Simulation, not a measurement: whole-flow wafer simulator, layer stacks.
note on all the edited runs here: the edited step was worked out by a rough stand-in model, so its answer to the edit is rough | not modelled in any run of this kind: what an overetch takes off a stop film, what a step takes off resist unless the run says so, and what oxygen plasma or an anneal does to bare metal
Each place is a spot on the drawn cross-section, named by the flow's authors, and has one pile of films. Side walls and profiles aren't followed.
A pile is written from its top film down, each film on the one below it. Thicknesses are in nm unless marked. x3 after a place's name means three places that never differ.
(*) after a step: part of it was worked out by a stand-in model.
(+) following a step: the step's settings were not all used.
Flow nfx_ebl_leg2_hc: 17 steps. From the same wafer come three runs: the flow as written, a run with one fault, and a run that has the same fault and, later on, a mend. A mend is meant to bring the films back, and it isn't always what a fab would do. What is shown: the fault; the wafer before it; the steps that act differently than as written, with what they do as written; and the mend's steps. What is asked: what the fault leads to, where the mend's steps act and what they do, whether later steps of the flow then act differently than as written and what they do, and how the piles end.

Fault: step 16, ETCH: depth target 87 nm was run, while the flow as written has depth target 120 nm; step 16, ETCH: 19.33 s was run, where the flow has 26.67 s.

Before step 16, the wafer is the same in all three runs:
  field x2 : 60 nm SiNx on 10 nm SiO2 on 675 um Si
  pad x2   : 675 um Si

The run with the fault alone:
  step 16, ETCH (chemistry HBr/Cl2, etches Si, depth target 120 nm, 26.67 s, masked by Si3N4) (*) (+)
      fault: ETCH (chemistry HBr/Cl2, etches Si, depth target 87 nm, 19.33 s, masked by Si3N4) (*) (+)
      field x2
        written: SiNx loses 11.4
        fault: SiNx loses 8.29
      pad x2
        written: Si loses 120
        fault: Si loses 87
  None of the later steps of the flow acts differently than as written at any place that is followed.
  By the end, the piles at field x2 depart from the flow's by more than 2% or 0.5 nm, whichever is larger.
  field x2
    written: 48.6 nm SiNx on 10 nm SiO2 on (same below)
    fault: 51.7 nm SiNx on 10 nm SiO2 on (same below)

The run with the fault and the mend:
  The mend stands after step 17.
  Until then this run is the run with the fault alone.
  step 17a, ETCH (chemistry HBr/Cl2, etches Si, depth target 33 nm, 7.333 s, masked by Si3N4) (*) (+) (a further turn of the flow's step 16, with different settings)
      field x2
        SiNx loses 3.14
      pad x2
        Si loses 33
  None of the later steps of the flow acts differently than as written at any place that is followed.
  At every place that both follow, the piles at the end match the flow's.
